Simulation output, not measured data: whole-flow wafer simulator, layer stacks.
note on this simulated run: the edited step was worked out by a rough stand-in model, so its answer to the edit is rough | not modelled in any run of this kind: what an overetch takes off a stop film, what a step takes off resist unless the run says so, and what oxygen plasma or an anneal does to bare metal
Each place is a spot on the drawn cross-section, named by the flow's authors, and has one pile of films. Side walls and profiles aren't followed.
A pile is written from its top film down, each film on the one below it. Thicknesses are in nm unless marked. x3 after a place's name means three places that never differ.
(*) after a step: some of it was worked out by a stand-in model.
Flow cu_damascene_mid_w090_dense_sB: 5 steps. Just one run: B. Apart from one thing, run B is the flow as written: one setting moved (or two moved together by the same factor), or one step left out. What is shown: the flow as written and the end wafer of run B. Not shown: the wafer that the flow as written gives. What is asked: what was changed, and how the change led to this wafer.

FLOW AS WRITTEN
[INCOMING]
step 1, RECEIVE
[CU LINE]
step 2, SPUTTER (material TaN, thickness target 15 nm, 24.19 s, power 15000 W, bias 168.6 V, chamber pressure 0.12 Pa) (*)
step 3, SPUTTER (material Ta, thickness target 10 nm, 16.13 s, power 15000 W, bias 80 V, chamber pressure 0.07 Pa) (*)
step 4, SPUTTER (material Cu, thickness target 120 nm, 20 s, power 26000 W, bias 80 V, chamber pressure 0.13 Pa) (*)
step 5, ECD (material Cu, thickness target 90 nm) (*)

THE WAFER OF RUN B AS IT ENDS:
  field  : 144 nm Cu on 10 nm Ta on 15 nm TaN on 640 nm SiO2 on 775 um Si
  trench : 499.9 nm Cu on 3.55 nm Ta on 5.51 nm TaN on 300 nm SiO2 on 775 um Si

Cause: step 4, SPUTTER: thickness target 54 nm was run, though the flow has thickness target 120 nm; step 4, SPUTTER: 9 s was run, where the flow has 20 s.

How this came from the change, step by step:
  step 4, SPUTTER (material Cu, thickness target 120 nm, 20 s, power 26000 W, bias 80 V, chamber pressure 0.13 Pa) (*)
      field: Cu gains 54 (new film) (it would be, as written: Cu gains 120 (new film))
      trench: Cu gains 20 (new film) (it would be, as written: Cu gains 44.3 (new film))
  step 5, ECD (material Cu, thickness target 90 nm) (*)
      trench: Cu gains 480 (it would be, as written: Cu gains 521.6)
